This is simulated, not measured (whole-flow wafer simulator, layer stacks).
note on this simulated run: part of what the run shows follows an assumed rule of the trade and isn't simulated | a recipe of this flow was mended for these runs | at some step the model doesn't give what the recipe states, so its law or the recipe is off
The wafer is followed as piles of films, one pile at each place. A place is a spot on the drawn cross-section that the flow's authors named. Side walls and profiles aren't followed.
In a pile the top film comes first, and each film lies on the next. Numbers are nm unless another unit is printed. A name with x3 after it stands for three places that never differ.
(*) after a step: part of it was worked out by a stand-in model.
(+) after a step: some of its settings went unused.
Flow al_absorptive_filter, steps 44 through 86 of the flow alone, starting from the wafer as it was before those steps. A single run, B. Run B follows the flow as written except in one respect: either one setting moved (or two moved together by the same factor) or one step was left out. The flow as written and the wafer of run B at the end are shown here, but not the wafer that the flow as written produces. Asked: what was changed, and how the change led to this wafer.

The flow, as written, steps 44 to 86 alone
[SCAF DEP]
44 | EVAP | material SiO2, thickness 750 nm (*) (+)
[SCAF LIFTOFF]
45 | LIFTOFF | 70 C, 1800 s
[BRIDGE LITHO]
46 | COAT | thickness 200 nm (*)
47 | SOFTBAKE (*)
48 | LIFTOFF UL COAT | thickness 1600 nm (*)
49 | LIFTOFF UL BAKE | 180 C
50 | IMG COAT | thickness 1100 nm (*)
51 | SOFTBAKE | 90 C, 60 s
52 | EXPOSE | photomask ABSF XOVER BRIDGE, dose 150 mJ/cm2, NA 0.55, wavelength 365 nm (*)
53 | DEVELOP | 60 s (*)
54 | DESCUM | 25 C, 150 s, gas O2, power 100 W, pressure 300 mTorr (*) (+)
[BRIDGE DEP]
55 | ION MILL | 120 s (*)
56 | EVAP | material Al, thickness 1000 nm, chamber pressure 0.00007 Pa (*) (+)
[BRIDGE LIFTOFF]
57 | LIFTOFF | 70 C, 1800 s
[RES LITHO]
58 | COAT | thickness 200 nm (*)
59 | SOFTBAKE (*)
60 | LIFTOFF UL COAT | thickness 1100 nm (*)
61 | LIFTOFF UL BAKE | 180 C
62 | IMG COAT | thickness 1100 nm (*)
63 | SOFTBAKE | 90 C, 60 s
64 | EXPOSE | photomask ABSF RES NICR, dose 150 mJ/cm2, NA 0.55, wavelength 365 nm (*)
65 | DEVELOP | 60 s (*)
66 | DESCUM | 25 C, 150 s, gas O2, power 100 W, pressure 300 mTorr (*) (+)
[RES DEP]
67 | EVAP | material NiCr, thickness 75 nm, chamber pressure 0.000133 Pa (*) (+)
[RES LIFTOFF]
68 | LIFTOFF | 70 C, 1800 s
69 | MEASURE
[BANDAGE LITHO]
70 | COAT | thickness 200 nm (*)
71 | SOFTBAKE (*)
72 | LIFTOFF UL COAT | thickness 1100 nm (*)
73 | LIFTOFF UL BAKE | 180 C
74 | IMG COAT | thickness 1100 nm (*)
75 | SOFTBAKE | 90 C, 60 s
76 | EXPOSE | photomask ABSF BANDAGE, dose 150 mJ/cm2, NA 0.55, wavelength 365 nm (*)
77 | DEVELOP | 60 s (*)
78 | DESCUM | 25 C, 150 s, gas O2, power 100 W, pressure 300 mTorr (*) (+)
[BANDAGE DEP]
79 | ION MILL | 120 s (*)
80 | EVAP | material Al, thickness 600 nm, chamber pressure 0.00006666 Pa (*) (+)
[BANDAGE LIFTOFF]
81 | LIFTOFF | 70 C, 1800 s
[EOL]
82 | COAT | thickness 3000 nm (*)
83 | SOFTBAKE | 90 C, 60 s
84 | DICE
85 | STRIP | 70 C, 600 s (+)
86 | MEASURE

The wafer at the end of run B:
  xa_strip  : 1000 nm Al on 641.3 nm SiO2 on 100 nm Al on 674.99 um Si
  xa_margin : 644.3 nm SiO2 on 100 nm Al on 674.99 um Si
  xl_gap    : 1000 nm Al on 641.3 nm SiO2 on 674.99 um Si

The reason: step 44, EVAP: thickness 665.6 nm was run, though the flow has thickness 750 nm.

How this came from the change, step by step:
  44 | EVAP | material SiO2, thickness 750 nm (*) (+)
      gnd, pad_far, pad_near and 10 more: +665.6 SiO2 (new film) (it would be, as written: +750 SiO2 (new film))
      xa_margin: +644.3 SiO2 (new film) (it would be, as written: +726 SiO2 (new film))
  45 | LIFTOFF | 70 C, 1800 s
      gnd, xa_field, xl_land, idc_field: -665.6 SiO2 (all of it), -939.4 i-line-resist (all of it), -1100 lift-off-underlayer (all of it), -200 acrylic-e-beam-resist (all of it) (it would be, as written: -750 SiO2 (all of it), -939.4 i-line-resist (all of it), -1100 lift-off-underlayer (all of it), -200 acrylic-e-beam-resist (all of it))
      pad_far: -665.6 SiO2 (all of it), -937 i-line-resist (all of it), -1092.7 lift-off-underlayer (all of it), -198.5 acrylic-e-beam-resist (all of it) (it would be, as written: -750 SiO2 (all of it), -937 i-line-resist (all of it), -1092.7 lift-off-underlayer (all of it), -198.5 acrylic-e-beam-resist (all of it))
      (also at 5 further places)
  46 | COAT | thickness 200 nm (*)
      xa_margin: +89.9 acrylic-e-beam-resist (new film) (it would be, as written: +87.1 acrylic-e-beam-resist (new film))
      xa_strip: +163.6 acrylic-e-beam-resist (new film) (it would be, as written: +156.7 acrylic-e-beam-resist (new film))
      (also at 2 further places)
  48 | LIFTOFF UL COAT | thickness 1600 nm (*)
      xa_margin: +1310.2 lift-off-underlayer (new film) (it would be, as written: +1268 lift-off-underlayer (new film))
      xa_strip: +1254.1 lift-off-underlayer (new film) (it would be, as written: +1219 lift-off-underlayer (new film))
      (also at 2 further places)
  53 | DEVELOP | 60 s (*)
      xa_strip: -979 i-line-resist (all of it), -1254.1 lift-off-underlayer (all of it) (it would be, as written: -960.1 i-line-resist (all of it), -1219 lift-off-underlayer (all of it))
      xl_gap: -1015.6 i-line-resist (all of it), -1358.5 lift-off-underlayer (all of it) (it would be, as written: -1001.2 i-line-resist (all of it), -1316.9 lift-off-underlayer (all of it))
      (also at 1 further place)
  54 | DESCUM | 25 C, 150 s, gas O2, power 100 W, pressure 300 mTorr (*) (+)
      xa_strip: -163.6 acrylic-e-beam-resist (all of it) (it would be, as written: -156.7 acrylic-e-beam-resist (all of it))
      xl_gap: -104.9 acrylic-e-beam-resist (all of it) (it would be, as written: -97.9 acrylic-e-beam-resist (all of it))
      (also at 1 further place)
  57 | LIFTOFF | 70 C, 1800 s
      xa_margin: -1000 Al (all of it), -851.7 i-line-resist (all of it), -1310.2 lift-off-underlayer (all of it), -89.9 acrylic-e-beam-resist (all of it) (it would be, as written: -1000 Al (all of it), -836.1 i-line-resist (all of it), -1268 lift-off-underlayer (all of it), -87.1 acrylic-e-beam-resist (all of it))
  58 | COAT | thickness 200 nm (*)
      xa_margin: +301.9 acrylic-e-beam-resist (new film) (it would be, as written: +288.1 acrylic-e-beam-resist (new film))
      xa_strip: +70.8 acrylic-e-beam-resist (new film) (it would be, as written: +66.9 acrylic-e-beam-resist (new film))
      (also at 2 further places)
  60 | LIFTOFF UL COAT | thickness 1100 nm (*)
      xa_strip: +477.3 lift-off-underlayer (new film) (it would be, as written: +459.8 lift-off-underlayer (new film))
      xl_gap: +868 lift-off-underlayer (new film) (it would be, as written: +831.4 lift-off-underlayer (new film))
      (also at 1 further place)
  62 | IMG COAT | thickness 1100 nm (*)
      xa_margin: +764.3 i-line-resist (new film) (it would be, as written: +741.1 i-line-resist (new film))
      xa_strip: +609 i-line-resist (new film) (it would be, as written: +577.9 i-line-resist (new film))
      (also at 2 further places)
  68 | LIFTOFF | 70 C, 1800 s
      xa_margin: -75 NiCr (all of it), -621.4 i-line-resist (all of it), -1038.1 lift-off-underlayer (all of it), -301.9 acrylic-e-beam-resist (all of it) (it would be, as written: -75 NiCr (all of it), -598.1 i-line-resist (all of it), -1021 lift-off-underlayer (all of it), -288.1 acrylic-e-beam-resist (all of it))
      xa_strip: -75 NiCr (all of it), -464.4 i-line-resist (all of it), -477.3 lift-off-underlayer (all of it), -70.8 acrylic-e-beam-resist (all of it) (it would be, as written: -75 NiCr (all of it), -433.3 i-line-resist (all of it), -459.8 lift-off-underlayer (all of it), -66.9 acrylic-e-beam-resist (all of it))
      (also at 2 further places)
  70 | COAT | thickness 200 nm (*)
      xa_margin: +301.9 acrylic-e-beam-resist (new film) (it would be, as written: +288.1 acrylic-e-beam-resist (new film))
      xa_strip: +70.8 acrylic-e-beam-resist (new film) (it would be, as written: +66.9 acrylic-e-beam-resist (new film))
      (also at 2 further places)
  72 | LIFTOFF UL COAT | thickness 1100 nm (*)
      xa_strip: +477.3 lift-off-underlayer (new film) (it would be, as written: +459.8 lift-off-underlayer (new film))
      xl_gap: +873.5 lift-off-underlayer (new film) (it would be, as written: +837.4 lift-off-underlayer (new film))
      (also at 1 further place)
  74 | IMG COAT | thickness 1100 nm (*)
      xa_margin: +764.3 i-line-resist (new film) (it would be, as written: +741.1 i-line-resist (new film))
      xa_strip: +609 i-line-resist (new film) (it would be, as written: +577.9 i-line-resist (new film))
      (also at 2 further places)
  81 | LIFTOFF | 70 C, 1800 s
      xa_margin: -600 Al (all of it), -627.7 i-line-resist (all of it), -1038.1 lift-off-underlayer (all of it), -301.9 acrylic-e-beam-resist (all of it) (it would be, as written: -600 Al (all of it), -604.4 i-line-resist (all of it), -1021 lift-off-underlayer (all of it), -288.1 acrylic-e-beam-resist (all of it))
      xa_strip: -600 Al (all of it), -470.7 i-line-resist (all of it), -477.3 lift-off-underlayer (all of it), -70.8 acrylic-e-beam-resist (all of it) (it would be, as written: -600 Al (all of it), -439.6 i-line-resist (all of it), -459.8 lift-off-underlayer (all of it), -66.9 acrylic-e-beam-resist (all of it))
      (also at 2 further places)
  82 | COAT | thickness 3000 nm (*)
      xa_margin: +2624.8 i-line-resist (new film) (it would be, as written: +2563.4 i-line-resist (new film))
      xa_strip: +1656.1 i-line-resist (new film) (it would be, as written: +1594.3 i-line-resist (new film))
      (also at 2 further places)
  ... and 1 more step ...
  85 | STRIP | 70 C, 600 s (+)
      xa_margin: -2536 i-line-resist (all of it) (it would be, as written: -2469.3 i-line-resist (all of it))
      xa_strip: -1545.5 i-line-resist (all of it) (it would be, as written: -1477 i-line-resist (all of it))
      (also at 2 further places)
